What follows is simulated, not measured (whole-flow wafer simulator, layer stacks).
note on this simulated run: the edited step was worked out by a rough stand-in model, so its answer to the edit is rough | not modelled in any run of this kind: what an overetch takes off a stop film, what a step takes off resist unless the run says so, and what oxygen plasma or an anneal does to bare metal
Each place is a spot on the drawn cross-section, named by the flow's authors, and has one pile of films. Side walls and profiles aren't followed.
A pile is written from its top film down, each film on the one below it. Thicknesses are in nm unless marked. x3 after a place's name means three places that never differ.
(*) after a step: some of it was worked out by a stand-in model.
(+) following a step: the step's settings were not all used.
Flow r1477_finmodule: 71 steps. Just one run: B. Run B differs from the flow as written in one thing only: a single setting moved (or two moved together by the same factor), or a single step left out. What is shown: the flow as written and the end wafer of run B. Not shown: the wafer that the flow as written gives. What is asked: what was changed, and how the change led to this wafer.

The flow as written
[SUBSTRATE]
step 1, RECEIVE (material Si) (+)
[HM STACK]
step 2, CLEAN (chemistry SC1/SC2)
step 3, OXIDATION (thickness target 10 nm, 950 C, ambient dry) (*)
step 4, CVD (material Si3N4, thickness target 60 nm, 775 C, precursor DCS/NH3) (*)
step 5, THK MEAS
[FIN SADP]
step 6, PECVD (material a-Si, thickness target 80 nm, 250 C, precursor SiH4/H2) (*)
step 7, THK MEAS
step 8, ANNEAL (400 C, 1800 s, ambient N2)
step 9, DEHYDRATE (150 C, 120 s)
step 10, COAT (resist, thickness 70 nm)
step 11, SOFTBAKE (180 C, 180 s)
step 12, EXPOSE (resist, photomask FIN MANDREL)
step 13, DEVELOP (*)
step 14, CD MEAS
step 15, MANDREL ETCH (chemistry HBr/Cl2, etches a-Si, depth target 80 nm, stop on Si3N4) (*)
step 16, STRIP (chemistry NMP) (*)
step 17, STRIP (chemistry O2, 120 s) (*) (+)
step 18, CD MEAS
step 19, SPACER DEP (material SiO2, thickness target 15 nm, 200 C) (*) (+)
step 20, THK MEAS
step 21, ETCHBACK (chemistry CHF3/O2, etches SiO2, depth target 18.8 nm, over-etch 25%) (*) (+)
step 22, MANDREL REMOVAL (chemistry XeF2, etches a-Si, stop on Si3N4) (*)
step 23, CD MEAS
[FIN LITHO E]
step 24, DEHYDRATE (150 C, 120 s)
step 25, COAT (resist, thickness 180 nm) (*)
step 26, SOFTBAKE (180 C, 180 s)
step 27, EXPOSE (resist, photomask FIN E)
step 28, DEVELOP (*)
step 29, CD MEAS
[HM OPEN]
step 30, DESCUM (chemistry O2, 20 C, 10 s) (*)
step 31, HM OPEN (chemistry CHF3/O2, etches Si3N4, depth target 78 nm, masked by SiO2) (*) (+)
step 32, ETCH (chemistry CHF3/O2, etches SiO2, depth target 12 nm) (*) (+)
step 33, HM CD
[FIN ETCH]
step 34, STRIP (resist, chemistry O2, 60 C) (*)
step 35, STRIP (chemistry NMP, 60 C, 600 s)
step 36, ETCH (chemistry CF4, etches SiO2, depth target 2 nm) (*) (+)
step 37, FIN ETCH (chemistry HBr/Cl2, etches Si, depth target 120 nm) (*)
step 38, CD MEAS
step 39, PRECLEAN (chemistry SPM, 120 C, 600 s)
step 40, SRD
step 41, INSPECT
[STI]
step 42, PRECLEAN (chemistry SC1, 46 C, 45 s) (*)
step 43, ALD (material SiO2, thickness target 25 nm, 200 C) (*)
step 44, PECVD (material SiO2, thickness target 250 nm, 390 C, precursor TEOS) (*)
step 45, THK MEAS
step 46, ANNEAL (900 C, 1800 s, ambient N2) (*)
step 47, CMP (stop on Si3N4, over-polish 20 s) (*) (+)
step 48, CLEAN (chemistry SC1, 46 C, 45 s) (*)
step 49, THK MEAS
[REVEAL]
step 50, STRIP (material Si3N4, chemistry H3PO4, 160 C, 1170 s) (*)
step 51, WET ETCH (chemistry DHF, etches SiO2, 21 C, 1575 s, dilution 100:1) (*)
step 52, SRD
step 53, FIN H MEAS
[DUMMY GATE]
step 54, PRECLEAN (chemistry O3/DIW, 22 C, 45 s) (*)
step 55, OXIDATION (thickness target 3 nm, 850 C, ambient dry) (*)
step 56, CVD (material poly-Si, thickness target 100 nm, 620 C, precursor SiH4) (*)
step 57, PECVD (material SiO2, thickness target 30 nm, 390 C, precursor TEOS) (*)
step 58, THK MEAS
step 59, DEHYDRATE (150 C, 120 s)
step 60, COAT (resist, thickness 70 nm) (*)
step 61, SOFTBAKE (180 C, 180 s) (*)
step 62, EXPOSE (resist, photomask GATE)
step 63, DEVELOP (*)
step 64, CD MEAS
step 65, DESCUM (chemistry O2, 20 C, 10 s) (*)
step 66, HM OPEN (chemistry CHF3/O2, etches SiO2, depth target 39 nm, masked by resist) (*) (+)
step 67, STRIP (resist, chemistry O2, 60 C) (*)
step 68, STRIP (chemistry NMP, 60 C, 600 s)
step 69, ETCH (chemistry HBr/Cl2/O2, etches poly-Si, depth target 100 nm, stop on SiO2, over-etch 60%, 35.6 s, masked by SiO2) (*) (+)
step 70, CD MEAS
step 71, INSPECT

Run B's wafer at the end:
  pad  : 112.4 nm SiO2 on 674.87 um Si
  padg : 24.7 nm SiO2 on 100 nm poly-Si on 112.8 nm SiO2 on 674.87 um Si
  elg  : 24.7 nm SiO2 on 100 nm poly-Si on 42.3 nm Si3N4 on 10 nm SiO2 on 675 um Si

Cause: step 4, CVD: thickness target 70.5 nm was run, whereas the flow has thickness target 60 nm.

Step by step, how the change led to this:
  step 4, CVD (material Si3N4, thickness target 60 nm, 775 C, precursor DCS/NH3) (*)
      pad, padg, elg and 33 more: Si3N4 gains 70.5 (new film) (it would be, as written: Si3N4 gains 60 (new film))
  step 31, HM OPEN (chemistry CHF3/O2, etches Si3N4, depth target 78 nm, masked by SiO2) (*) (+)
      pad, padg, esg and 13 more: Si3N4 loses 66.9 (all of it), SiO2 loses 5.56 (it would be, as written: Si3N4 loses 56.4 (all of it), SiO2 loses 10 (all of it))
      s40cg, s45cg, s50cg, s40co, s45co, s50co: Si3N4 loses 70.5 (all of it), SiO2 loses 3.75 (it would be, as written: Si3N4 loses 60 (all of it), SiO2 loses 9)
  step 32, ETCH (chemistry CHF3/O2, etches SiO2, depth target 12 nm) (*) (+)
      pad, padg, e40sg and 11 more: SiO2 loses 4.44 (all of it), Si loses 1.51 (it would be, as written: Si loses 2.4)
      esg, eso: SiO2 loses 4.44 (all of it), Si loses 1.51 (it would be, as written: Si loses 1.77)
      (as well as at 6 more places)
  step 43, ALD (material SiO2, thickness target 25 nm, 200 C) (*)
      s40cg, s45cg, s50cg, s40co, s45co, s50co: SiO2 gains 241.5 (new film) (it would be, as written: SiO2 gains 232.1 (new film))
      esg: SiO2 gains 204.5 (new film) (it would be, as written: SiO2 gains 194.3 (new film))
  step 47, CMP (stop on Si3N4, over-polish 20 s) (*) (+)
      pad, padg, e40sg and 11 more: SiO2 loses 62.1 (it would be, as written: SiO2 loses 71.8)
      eso: SiO2 loses 62.1 (it would be, as written: SiO2 loses 72.4)
  step 50, STRIP (material Si3N4, chemistry H3PO4, 160 C, 1170 s) (*)
      s40sg_line, s45sg_line, s50sg_line, s40so_line, s45so_line, s50so_line: Si3N4 loses 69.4 (all of it), SiO2 loses 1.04 (it would be, as written: Si3N4 loses 58.9 (all of it), SiO2 loses 1.37)
  step 56, CVD (material poly-Si, thickness target 100 nm, 620 C, precursor SiH4) (*)
      s40cg, s40co: poly-Si gains 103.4 (new film) (it would be, as written: poly-Si gains 113.9 (new film))
      s45cg, s45co: poly-Si gains 102.9 (new film) (it would be, as written: poly-Si gains 113.4 (new film))
      (as well as at 2 more places)
  step 60, COAT (resist, thickness 70 nm) (*)
      s40sg, s40so: resist gains 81 (new film) (it would be, as written: resist gains 91 (new film))
      s45sg, s45so: resist gains 80.9 (new film) (it would be, as written: resist gains 91 (new film))
      (as well as at 2 more places)
  step 63, DEVELOP (*)
      s40so: resist loses 81 (all of it) (it would be, as written: resist loses 91 (all of it))
      s45so: resist loses 80.9 (all of it) (it would be, as written: resist loses 91 (all of it))
      (as well as at 1 more place)
  step 67, STRIP (resist, chemistry O2, 60 C) (*)
      s40sg: resist loses 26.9 (all of it) (it would be, as written: resist loses 36.9 (all of it))
      s45sg: resist loses 26.8 (all of it) (it would be, as written: resist loses 36.9 (all of it))
      (as well as at 1 more place)
  step 69, ETCH (chemistry HBr/Cl2/O2, etches poly-Si, depth target 100 nm, stop on SiO2, over-etch 60%, 35.6 s, masked by SiO2) (*) (+)
      s40co: chemical SiO2 loses 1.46 (all of it), poly-Si loses 101 (all of it), SiO2 loses 0.3 (it would be, as written: chemical SiO2 loses 1.46 (all of it), poly-Si loses 111.5 (all of it), SiO2 loses 0.24)
      s45co: chemical SiO2 loses 1.46 (all of it), poly-Si loses 100.4 (all of it), SiO2 loses 0.3 (it would be, as written: chemical SiO2 loses 1.46 (all of it), poly-Si loses 110.9 (all of it), SiO2 loses 0.25)
      (as well as at 1 more place)
